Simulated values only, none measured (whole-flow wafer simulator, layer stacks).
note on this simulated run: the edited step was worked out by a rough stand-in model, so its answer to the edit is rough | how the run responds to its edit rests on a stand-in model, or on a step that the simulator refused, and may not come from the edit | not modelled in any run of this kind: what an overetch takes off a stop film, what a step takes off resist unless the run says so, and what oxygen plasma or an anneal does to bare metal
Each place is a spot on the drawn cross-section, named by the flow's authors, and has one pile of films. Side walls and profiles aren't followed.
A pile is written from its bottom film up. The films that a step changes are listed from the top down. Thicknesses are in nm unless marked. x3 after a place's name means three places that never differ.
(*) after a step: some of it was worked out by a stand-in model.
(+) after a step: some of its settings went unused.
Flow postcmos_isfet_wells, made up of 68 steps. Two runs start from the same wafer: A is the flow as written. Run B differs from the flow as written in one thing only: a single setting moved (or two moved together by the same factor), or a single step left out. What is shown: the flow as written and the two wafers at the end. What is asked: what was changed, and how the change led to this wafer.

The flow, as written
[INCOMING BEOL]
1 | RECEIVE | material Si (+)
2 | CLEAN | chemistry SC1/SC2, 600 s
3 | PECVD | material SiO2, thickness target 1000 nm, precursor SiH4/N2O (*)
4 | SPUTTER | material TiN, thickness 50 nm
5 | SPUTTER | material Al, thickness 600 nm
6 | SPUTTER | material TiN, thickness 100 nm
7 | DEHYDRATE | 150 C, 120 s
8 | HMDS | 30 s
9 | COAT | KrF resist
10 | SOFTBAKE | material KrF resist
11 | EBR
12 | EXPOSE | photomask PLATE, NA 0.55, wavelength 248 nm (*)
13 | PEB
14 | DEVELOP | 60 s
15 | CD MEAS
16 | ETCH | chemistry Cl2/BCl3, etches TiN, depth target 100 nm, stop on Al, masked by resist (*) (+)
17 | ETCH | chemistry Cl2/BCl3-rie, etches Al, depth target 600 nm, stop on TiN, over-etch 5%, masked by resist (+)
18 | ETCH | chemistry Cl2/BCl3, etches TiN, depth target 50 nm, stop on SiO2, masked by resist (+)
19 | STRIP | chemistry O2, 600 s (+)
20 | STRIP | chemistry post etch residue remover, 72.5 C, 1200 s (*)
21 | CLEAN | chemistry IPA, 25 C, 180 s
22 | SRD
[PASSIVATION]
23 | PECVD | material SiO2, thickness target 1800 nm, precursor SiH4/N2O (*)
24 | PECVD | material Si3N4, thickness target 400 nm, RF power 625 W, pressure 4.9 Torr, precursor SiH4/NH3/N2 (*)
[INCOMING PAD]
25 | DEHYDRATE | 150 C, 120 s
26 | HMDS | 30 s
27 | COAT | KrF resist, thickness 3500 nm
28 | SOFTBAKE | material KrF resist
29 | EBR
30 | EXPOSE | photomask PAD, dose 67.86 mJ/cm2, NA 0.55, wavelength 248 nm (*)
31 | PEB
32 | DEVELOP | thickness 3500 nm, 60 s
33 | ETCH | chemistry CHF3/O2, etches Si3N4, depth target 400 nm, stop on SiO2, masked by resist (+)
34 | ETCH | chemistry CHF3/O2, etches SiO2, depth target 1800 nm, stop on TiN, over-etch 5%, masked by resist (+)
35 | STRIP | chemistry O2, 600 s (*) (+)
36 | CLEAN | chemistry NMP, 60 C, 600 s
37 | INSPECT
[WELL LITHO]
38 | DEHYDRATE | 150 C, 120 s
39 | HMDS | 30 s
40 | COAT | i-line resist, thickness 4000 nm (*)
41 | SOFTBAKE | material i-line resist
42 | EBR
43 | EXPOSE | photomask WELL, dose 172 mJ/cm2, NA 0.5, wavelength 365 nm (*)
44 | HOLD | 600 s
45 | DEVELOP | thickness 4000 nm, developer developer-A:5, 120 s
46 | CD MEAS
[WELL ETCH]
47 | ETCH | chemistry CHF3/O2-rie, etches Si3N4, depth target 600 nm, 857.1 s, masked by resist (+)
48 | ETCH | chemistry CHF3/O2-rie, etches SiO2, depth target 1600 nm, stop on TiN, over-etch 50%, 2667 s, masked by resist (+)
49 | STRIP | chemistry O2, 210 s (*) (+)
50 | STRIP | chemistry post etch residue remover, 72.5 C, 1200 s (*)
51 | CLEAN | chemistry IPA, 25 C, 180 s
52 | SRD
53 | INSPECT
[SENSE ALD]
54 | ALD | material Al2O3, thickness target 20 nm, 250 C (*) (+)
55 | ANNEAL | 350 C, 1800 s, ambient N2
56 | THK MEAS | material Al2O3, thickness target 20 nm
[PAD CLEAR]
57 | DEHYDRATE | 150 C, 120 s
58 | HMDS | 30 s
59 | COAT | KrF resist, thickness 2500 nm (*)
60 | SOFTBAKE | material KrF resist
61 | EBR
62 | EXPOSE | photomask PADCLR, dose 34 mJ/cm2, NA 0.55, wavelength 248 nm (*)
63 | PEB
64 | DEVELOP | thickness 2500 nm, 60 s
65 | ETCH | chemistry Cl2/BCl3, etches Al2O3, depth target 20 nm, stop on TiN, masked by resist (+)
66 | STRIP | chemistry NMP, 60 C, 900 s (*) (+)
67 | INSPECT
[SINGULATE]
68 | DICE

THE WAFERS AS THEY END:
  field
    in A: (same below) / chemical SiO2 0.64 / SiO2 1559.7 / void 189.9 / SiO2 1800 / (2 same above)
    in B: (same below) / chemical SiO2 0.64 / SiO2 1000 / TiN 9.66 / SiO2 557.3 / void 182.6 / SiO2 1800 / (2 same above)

The reason: step 16, ETCH: depth target 85 nm was run, though the flow has depth target 100 nm.

The path from the change to this, step by step:
  16 | ETCH | chemistry Cl2/BCl3, etches TiN, depth target 100 nm, stop on Al, masked by resist (*) (+)
      field: A TiN loses 100 (all of it) | B TiN loses 85
      margin, well900, well1300 x3, pad_rim, pad_clr, pad_open: A KrF resist loses 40 | B KrF resist loses 34
  17 | ETCH | chemistry Cl2/BCl3-rie, etches Al, depth target 600 nm, stop on TiN, over-etch 5%, masked by resist (+)
      field: A Al loses 600 (all of it) | B TiN loses 15 (all of it), Al loses 576
  18 | ETCH | chemistry Cl2/BCl3, etches TiN, depth target 50 nm, stop on SiO2, masked by resist (+)
      field: A TiN loses 50 (all of it) | B Al loses 24 (all of it), TiN loses 39.9
  23 | PECVD | material SiO2, thickness target 1800 nm, precursor SiH4/N2O (*)
      field: A SiO2 gains 1800 (new film), void gains 189.9 (new film), SiO2 gains 559.7 | B SiO2 gains 1800 (new film), void gains 182.6 (new film), SiO2 gains 557.3 (new film)
If metal films that touch count as one body, field has 1 body; the flow as written gives 0 bodies.
